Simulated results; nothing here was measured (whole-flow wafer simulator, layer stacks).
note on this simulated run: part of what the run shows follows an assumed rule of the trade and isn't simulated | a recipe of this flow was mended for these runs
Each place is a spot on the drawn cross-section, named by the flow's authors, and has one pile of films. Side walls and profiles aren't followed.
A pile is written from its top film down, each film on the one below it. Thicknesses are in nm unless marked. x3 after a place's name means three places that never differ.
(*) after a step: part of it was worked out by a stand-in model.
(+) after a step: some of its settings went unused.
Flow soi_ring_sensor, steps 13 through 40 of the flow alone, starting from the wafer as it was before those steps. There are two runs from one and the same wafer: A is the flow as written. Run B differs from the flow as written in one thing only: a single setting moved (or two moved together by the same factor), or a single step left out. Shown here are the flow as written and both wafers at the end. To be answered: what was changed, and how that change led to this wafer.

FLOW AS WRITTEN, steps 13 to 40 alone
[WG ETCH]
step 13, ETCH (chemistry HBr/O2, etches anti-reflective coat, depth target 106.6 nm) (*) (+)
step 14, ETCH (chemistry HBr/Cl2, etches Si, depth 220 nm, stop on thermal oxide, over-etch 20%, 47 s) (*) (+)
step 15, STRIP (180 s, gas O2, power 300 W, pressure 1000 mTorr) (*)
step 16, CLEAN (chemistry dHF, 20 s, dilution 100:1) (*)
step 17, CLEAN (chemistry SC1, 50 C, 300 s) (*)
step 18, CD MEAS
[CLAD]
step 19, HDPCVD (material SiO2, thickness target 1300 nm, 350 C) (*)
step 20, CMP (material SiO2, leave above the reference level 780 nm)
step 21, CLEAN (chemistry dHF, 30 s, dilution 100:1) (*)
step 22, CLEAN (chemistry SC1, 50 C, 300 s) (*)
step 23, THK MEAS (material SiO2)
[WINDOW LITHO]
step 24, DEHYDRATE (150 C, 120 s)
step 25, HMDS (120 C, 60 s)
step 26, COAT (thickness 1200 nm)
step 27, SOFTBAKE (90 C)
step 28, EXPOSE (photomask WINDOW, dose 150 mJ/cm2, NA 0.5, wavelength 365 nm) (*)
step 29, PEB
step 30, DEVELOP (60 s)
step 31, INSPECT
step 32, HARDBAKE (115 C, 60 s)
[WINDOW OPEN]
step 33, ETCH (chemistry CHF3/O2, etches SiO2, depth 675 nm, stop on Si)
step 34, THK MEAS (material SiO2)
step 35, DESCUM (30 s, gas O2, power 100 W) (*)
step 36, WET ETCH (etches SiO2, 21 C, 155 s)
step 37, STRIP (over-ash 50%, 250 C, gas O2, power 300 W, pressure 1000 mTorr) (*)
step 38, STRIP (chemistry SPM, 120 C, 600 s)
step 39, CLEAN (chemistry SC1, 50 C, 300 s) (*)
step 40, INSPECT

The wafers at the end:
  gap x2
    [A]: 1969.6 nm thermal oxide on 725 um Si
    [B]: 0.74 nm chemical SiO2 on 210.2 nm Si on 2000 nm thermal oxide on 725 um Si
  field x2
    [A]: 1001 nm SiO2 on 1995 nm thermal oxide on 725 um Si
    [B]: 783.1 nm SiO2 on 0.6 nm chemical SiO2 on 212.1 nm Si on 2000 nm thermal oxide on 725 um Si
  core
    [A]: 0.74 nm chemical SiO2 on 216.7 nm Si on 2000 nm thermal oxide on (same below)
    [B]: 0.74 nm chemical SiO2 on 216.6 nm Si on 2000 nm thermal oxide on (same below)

What caused this: step 14, ETCH: chemistry HBr/Cl2, etches Si, depth 220 nm, stop on thermal oxide, over-etch 20%, 47 s (*) (+), was skipped.

Step by step, how the change led to this:
  step 15, STRIP (180 s, gas O2, power 300 W, pressure 1000 mTorr) (*)
      gap x2, field x2: A nothing | B chemical SiO2 gains 1.3 (new film), Si loses 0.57
      core, core_clad: A CAR-ArF-dry loses 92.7 (all of it), anti-reflective coat loses 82 (all of it), chemical SiO2 gains 0.6, Si loses 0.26 | B CAR-ArF-dry loses 219.6 (all of it), anti-reflective coat loses 82 (all of it), chemical SiO2 gains 0.52, Si loses 0.23
  step 16, CLEAN (chemistry dHF, 20 s, dilution 100:1) (*)
      gap x2, field x2: A thermal oxide loses 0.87 | B chemical SiO2 loses 1.3 (all of it)
  step 17, CLEAN (chemistry SC1, 50 C, 300 s) (*)
      gap x2, field x2: A thermal oxide loses 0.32 | B chemical SiO2 gains 0.6 (new film), Si loses 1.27
  step 20, CMP (material SiO2, leave above the reference level 780 nm)
      gap x2, field x2: A SiO2 loses 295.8 | B SiO2 loses 513.6
  step 36, WET ETCH (etches SiO2, 21 C, 155 s)
      gap x2: A SiO2 loses 326.6 (all of it), thermal oxide loses 25 | B SiO2 loses 108.8 (all of it), chemical SiO2 loses 0.6 (all of it), Si loses 1.27
  step 37, STRIP (over-ash 50%, 250 C, gas O2, power 300 W, pressure 1000 mTorr) (*)
      gap x2: A nothing | B chemical SiO2 gains 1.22 (new film), Si loses 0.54
